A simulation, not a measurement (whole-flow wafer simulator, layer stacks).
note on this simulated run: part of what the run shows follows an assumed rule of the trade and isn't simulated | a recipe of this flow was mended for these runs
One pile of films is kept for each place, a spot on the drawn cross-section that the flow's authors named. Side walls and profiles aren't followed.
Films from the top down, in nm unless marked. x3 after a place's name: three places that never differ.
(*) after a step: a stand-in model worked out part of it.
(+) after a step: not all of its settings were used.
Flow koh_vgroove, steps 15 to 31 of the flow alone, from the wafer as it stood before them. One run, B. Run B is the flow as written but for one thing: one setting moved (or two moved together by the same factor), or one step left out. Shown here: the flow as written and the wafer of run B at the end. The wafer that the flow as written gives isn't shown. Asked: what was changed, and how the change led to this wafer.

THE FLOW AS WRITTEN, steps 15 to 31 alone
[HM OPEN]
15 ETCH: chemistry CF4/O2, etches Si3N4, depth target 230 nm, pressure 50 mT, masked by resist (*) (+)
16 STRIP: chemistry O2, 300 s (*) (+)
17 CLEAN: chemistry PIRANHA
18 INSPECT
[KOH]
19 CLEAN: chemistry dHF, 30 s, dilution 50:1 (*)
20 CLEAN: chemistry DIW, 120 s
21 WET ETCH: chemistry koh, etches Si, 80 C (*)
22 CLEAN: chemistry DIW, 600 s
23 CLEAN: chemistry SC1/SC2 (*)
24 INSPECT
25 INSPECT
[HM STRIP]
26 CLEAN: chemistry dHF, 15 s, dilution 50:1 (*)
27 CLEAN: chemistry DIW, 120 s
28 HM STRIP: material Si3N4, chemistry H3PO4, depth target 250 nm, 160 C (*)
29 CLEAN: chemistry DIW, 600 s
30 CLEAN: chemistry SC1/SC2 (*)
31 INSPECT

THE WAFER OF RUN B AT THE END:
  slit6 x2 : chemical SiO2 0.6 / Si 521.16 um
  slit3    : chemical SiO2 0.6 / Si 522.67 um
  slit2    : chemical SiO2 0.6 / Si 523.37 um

The cause: step 15, ETCH: depth target 299 nm was run, where the flow has depth target 230 nm.

How the change led to this, step by step:
  15 ETCH: chemistry CF4/O2, etches Si3N4, depth target 230 nm, pressure 50 mT, masked by resist (*) (+)
      slit3, slit2, slit6 x2: Si3N4 -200 (all of it), chemical SiO2 -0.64 (all of it), Si -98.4 (as written it would be: Si3N4 -200 (all of it), chemical SiO2 -0.64 (all of it), Si -29.4)
      field: i-line-resist -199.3 (as written it would be: i-line-resist -153.3)
  16 STRIP: chemistry O2, 300 s (*) (+)
      field: i-line-resist -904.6 (all of it) (as written it would be: i-line-resist -950.6 (all of it))
